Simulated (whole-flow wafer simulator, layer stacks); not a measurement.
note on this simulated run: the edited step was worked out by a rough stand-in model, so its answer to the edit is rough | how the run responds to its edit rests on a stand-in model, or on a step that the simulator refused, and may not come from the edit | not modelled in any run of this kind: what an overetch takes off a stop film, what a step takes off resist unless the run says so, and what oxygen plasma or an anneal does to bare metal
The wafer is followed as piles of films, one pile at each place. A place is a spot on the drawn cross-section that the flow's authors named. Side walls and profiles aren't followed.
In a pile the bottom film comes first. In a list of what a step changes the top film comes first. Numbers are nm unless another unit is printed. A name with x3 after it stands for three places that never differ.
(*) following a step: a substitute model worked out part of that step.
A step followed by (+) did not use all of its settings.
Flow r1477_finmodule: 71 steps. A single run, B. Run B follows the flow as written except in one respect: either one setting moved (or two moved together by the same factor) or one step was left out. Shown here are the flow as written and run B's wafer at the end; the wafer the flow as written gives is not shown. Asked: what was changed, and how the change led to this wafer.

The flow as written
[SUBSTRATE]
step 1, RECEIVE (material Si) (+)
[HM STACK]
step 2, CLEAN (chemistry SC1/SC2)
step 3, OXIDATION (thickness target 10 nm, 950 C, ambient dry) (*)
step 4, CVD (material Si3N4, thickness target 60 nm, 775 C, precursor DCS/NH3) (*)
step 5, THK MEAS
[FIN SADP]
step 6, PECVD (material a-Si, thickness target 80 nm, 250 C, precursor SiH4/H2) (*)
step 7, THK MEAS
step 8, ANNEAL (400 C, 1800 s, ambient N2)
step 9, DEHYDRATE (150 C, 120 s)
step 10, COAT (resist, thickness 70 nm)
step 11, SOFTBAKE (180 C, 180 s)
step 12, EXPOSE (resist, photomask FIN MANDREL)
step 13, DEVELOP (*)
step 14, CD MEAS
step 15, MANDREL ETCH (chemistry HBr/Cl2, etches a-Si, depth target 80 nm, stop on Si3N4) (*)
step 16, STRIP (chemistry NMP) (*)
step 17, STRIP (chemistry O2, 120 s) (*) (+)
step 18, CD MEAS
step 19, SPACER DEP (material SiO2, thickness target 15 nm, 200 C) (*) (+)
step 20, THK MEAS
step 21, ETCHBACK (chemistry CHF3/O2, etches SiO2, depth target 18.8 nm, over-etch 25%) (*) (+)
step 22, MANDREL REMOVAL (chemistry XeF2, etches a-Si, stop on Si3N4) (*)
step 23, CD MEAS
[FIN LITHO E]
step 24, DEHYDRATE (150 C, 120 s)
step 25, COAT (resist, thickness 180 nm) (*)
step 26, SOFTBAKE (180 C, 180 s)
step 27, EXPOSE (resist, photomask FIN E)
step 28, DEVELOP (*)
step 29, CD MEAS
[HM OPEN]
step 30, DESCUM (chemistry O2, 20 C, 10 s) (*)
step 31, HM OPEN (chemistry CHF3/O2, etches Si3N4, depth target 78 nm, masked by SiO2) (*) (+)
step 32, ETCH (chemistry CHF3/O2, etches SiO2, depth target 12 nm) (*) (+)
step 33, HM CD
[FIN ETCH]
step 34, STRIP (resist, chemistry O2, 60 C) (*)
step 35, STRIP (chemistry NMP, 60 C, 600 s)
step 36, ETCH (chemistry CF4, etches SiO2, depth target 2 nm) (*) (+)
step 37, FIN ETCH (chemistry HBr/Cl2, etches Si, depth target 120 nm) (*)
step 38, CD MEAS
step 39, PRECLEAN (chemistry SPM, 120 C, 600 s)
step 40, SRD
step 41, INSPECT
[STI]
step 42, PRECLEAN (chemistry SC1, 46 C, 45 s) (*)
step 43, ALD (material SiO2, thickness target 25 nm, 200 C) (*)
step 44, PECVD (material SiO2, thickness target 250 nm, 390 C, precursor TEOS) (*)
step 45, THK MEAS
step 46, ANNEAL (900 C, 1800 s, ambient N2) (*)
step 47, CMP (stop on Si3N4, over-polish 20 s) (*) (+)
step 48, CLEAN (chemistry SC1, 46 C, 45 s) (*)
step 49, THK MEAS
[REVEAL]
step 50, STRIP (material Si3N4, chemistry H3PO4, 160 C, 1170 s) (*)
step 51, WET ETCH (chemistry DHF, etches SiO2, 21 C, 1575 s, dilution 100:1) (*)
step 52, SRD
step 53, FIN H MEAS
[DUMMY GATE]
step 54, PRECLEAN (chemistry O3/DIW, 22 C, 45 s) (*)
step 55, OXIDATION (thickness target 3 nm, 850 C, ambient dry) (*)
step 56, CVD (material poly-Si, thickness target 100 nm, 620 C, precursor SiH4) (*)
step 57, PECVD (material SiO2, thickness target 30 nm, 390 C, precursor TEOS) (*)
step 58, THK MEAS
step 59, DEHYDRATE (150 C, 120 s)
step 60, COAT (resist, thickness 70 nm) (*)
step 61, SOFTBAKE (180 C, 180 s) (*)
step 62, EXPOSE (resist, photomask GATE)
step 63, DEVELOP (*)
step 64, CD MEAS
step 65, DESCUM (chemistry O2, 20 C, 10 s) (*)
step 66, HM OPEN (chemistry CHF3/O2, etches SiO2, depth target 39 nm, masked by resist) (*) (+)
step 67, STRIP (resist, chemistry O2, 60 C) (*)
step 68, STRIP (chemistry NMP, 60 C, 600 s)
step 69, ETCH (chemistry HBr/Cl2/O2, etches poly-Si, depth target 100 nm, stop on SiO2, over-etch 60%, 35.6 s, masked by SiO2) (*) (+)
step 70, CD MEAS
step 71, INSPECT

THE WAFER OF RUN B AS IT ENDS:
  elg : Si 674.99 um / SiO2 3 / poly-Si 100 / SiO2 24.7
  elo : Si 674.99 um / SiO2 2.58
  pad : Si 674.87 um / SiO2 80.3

What caused this: step 6, PECVD: thickness target 45.6 nm was run, while the flow as written has thickness target 80 nm.

How this came from the change, step by step:
  step 6, PECVD (material a-Si, thickness target 80 nm, 250 C, precursor SiH4/H2) (*)
      pad, padg, elg and 33 more: a-Si gains 45.6 (new film) (as written it would have been: a-Si gains 80 (new film))
  step 15, MANDREL ETCH (chemistry HBr/Cl2, etches a-Si, depth target 80 nm, stop on Si3N4) (*)
      pad, padg, elg and 27 more: a-Si loses 45.6 (all of it) (as written it would have been: a-Si loses 80 (all of it))
      s40cg, s45cg, s50cg, s40co, s45co, s50co: resist loses 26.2 (as written it would have been: resist loses 30.7)
  step 16, STRIP (chemistry NMP) (*)
      s40cg, s45cg, s50cg, s40co, s45co, s50co: resist loses 43.8 (all of it) (as written it would have been: resist loses 39.3 (all of it))
  step 21, ETCHBACK (chemistry CHF3/O2, etches SiO2, depth target 18.8 nm, over-etch 25%) (*) (+)
      s40sg_line, s45sg_line, s50sg_line, s40so_line, s45so_line, s50so_line: SiO2 gains 27 (as written it would have been: SiO2 gains 61.4)
  step 22, MANDREL REMOVAL (chemistry XeF2, etches a-Si, stop on Si3N4) (*)
      s40cg, s45cg, s50cg, s40co, s45co, s50co: a-Si loses 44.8 (all of it) (as written it would have been: a-Si loses 79.2 (all of it))
  step 25, COAT (resist, thickness 180 nm) (*)
      s40cg, s40co: resist gains 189 (new film) (as written it would have been: resist gains 197.6 (new film))
      s40sg, s40so: resist gains 192.6 (new film) (as written it would have been: resist gains 201.2 (new film))
      (and at 14 other places as well)
  step 28, DEVELOP (*)
      s40cg, s40co: resist loses 189 (all of it) (as written it would have been: resist loses 197.6 (all of it))
      s40sg, s40so: resist loses 192.6 (all of it) (as written it would have been: resist loses 201.2 (all of it))
      (and at 14 other places as well)
  step 32, ETCH (chemistry CHF3/O2, etches SiO2, depth target 12 nm) (*) (+)
      s40sg_line, s45sg_line, s50sg_line, s40so_line, s45so_line, s50so_line: SiO2 loses 3 (all of it) (as written it would have been: SiO2 loses 12)
      pad, padg, e40sg and 11 more: Si loses 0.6 (as written it would have been: Si loses 2.4)
      (and at 16 other places as well)
  step 34, STRIP (resist, chemistry O2, 60 C) (*)
      elg, e40lg, e100lg, e200lg, elo, e40lo, e100lo, e200lo: resist loses 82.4 (all of it) (as written it would have been: resist loses 73.8 (all of it))
  step 36, ETCH (chemistry CF4, etches SiO2, depth target 2 nm) (*) (+)
      elg, e40lg, e100lg, e200lg, elo, e40lo, e100lo, e200lo: nothing (as written it would have been: Si3N4 loses 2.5)
      s40sg_line, s45sg_line, s50sg_line, s40so_line, s45so_line, s50so_line: nothing (as written it would have been: SiO2 loses 2)
  step 37, FIN ETCH (chemistry HBr/Cl2, etches Si, depth target 120 nm) (*)
      s40sg_line, s45sg_line, s50sg_line, s40so_line, s45so_line, s50so_line: Si3N4 loses 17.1 (as written it would have been: SiO2 loses 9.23)
  step 43, ALD (material SiO2, thickness target 25 nm, 200 C) (*)
      s40sg_line, s45sg_line, s50sg_line, s40so_line, s45so_line, s50so_line: SiO2 gains 25 (new film) (as written it would have been: SiO2 gains 25)
      s40cg, s45cg, s50cg, s40co, s45co, s50co: SiO2 gains 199 (new film) (as written it would have been: SiO2 gains 232.1 (new film))
  step 47, CMP (stop on Si3N4, over-polish 20 s) (*) (+)
      elg, e40lg, e100lg, e200lg, elo, e40lo, e100lo, e200lo: SiO2 loses 263.8 (all of it), Si3N4 loses 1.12 (as written it would have been: SiO2 loses 241.6)
      pad, padg, e40sg and 11 more: SiO2 loses 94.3 (as written it would have been: SiO2 loses 71.8)
      (and at 14 other places as well)
  step 50, STRIP (material Si3N4, chemistry H3PO4, 160 C, 1170 s) (*)
      elg, e40lg, e100lg, e200lg, elo, e40lo, e100lo, e200lo: Si3N4 loses 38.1 (all of it), SiO2 loses 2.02 (as written it would have been: SiO2 loses 4.28)
      s40sg_line, s45sg_line, s50sg_line, s40so_line, s45so_line, s50so_line: Si3N4 loses 38.1 (all of it), SiO2 loses 2.02 (as written it would have been: Si3N4 loses 58.9 (all of it), SiO2 loses 1.37)
  step 51, WET ETCH (chemistry DHF, etches SiO2, 21 C, 1575 s, dilution 100:1) (*)
      elg, e40lg, e100lg, e200lg, elo, e40lo, e100lo, e200lo: SiO2 loses 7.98 (all of it) (as written it would have been: SiO2 loses 17.8 (all of it), Si3N4 loses 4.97)
      s40sg_line, s45sg_line, s50sg_line, s40so_line, s45so_line, s50so_line: SiO2 loses 7.98 (all of it) (as written it would have been: SiO2 loses 8.63 (all of it))
  step 54, PRECLEAN (chemistry O3/DIW, 22 C, 45 s) (*)
      elg, e40lg, e100lg, e200lg, elo, e40lo, e100lo, e200lo: chemical SiO2 gains 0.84 (new film), Si loses 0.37 (as written it would have been: nothing)
  ... another 5 steps ...
  step 69, ETCH (chemistry HBr/Cl2/O2, etches poly-Si, depth target 100 nm, stop on SiO2, over-etch 60%, 35.6 s, masked by SiO2) (*) (+)
      s40co: chemical SiO2 loses 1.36 (all of it), poly-Si loses 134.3 (all of it), SiO2 loses 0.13 (as written it would have been: chemical SiO2 loses 1.46 (all of it), poly-Si loses 111.5 (all of it), SiO2 loses 0.24)
      s45co: chemical SiO2 loses 1.36 (all of it), poly-Si loses 134.3 (all of it), SiO2 loses 0.13 (as written it would have been: chemical SiO2 loses 1.46 (all of it), poly-Si loses 110.9 (all of it), SiO2 loses 0.25)
      (and at 1 other place as well)
